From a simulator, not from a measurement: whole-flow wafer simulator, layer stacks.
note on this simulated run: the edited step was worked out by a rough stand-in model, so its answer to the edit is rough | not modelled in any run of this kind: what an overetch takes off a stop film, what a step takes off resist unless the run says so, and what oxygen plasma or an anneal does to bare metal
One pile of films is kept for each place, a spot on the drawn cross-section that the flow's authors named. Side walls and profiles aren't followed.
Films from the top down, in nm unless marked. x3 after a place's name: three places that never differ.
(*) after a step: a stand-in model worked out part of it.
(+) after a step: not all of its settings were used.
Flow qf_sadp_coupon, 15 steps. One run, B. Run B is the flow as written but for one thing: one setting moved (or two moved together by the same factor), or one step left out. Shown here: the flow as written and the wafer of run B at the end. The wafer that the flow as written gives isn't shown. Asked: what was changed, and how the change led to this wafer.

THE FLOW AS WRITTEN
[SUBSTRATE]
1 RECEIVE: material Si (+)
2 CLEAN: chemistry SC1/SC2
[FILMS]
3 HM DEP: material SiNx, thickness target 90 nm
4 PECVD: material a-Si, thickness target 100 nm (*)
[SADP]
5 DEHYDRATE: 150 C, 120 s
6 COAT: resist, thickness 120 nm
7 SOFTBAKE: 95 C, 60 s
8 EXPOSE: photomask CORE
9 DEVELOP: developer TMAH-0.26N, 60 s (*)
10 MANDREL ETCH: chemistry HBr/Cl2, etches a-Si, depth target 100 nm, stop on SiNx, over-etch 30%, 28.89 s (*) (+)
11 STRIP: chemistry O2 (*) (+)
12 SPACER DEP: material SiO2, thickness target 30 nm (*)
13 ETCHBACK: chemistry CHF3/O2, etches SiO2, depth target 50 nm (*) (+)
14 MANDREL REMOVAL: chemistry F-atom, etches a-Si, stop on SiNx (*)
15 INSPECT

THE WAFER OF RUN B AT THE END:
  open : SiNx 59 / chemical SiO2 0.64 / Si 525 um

The cause: step 4, PECVD: thickness target 46.6 nm was run, where the flow has thickness target 100 nm.

How the change led to this, step by step:
  4 PECVD: material a-Si, thickness target 100 nm (*)
      m, open: a-Si +46.6 (new film) (as written it would be: a-Si +100 (new film))
  10 MANDREL ETCH: chemistry HBr/Cl2, etches a-Si, depth target 100 nm, stop on SiNx, over-etch 30%, 28.89 s (*) (+)
      open: a-Si -46.6 (all of it), SiNx -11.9 (as written it would be: a-Si -100 (all of it), SiNx -4.29)
  14 MANDREL REMOVAL: chemistry F-atom, etches a-Si, stop on SiNx (*)
      m: a-Si -42.4 (all of it) (as written it would be: a-Si -95.8 (all of it))
